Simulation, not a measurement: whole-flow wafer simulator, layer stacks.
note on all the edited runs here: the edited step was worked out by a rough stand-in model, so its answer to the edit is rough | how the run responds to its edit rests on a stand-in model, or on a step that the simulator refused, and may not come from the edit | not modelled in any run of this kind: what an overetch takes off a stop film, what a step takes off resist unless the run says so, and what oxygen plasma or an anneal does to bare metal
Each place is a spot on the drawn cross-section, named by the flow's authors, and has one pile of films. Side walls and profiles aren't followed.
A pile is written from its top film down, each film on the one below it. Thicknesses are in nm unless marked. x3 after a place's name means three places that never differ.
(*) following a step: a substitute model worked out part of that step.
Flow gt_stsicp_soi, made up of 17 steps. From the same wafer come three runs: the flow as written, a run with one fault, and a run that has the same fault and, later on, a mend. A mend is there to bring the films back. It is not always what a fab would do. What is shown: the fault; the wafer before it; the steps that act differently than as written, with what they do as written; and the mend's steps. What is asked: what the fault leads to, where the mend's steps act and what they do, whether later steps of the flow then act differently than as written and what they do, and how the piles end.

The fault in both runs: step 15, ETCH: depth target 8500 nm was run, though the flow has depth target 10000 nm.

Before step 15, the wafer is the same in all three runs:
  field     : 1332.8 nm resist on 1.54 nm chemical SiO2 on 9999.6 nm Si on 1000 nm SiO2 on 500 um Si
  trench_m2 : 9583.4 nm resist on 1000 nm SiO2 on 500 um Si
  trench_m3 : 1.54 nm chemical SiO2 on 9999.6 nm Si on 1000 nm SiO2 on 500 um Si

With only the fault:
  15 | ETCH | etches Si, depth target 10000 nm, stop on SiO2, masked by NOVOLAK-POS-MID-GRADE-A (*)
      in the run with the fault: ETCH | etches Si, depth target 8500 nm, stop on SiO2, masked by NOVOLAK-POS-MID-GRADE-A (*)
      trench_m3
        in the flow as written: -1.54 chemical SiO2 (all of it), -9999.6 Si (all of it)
        in the run with the fault: -1.54 chemical SiO2 (all of it), -8500 Si
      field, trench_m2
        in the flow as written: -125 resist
        in the run with the fault: -106.2 resist
  Steps further on in the flow that do not act as written:
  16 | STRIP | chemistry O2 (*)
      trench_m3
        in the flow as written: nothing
        in the run with the fault: +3 chemical SiO2 (new film), -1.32 Si
  At trench_m3, the piles at the end differ from the flow's by more than 2% or 0.5 nm, whichever is larger.
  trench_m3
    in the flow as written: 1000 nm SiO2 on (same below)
    in the run with the fault: 3 nm chemical SiO2 on 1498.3 nm Si on 1000 nm SiO2 on (same below)

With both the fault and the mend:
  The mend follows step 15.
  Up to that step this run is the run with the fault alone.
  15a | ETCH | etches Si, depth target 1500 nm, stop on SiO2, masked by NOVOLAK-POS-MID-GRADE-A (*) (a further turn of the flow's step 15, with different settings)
      field, trench_m2
        -18.8 resist
      trench_m3
        -1499.6 Si (all of it)
  None of the later steps of the flow acts differently than as written at any place that is followed.
  At every place that both follow, the piles at the end match the flow's.
